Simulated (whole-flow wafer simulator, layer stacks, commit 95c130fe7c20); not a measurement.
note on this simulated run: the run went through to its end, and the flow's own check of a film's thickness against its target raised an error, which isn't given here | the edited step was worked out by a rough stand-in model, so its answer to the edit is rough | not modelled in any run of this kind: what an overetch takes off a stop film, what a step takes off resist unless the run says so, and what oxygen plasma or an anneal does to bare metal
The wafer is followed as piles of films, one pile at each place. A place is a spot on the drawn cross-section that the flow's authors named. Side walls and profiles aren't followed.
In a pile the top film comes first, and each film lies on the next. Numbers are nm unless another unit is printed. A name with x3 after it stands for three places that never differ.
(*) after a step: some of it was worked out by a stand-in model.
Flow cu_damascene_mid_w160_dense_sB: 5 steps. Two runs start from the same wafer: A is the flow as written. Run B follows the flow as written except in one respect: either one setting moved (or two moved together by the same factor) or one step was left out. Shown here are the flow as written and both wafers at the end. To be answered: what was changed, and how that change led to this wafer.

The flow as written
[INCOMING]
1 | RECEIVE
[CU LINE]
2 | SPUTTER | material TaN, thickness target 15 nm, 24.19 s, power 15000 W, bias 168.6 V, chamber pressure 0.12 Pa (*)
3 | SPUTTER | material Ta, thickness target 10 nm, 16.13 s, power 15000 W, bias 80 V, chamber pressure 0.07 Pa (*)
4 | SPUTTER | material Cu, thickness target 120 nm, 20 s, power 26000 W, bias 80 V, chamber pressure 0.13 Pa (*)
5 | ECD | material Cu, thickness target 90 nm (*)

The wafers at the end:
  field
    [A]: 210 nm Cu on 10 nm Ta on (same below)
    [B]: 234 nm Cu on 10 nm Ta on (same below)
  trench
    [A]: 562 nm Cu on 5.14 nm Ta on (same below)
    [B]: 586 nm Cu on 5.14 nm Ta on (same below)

The reason: step 4, SPUTTER: thickness target 144 nm was run, whereas the flow has thickness target 120 nm; step 4, SPUTTER: 24 s was run, where the flow has 20 s.

Step by step, how the change led to this:
  4 | SPUTTER | material Cu, thickness target 120 nm, 20 s, power 26000 W, bias 80 V, chamber pressure 0.13 Pa (*)
      field: A Cu gains 120 (new film) | B Cu gains 144 (new film)
      trench: A Cu gains 62 (new film) | B Cu gains 74.4 (new film)
  5 | ECD | material Cu, thickness target 90 nm (*)
      trench: A Cu gains 500 | B Cu gains 511.6
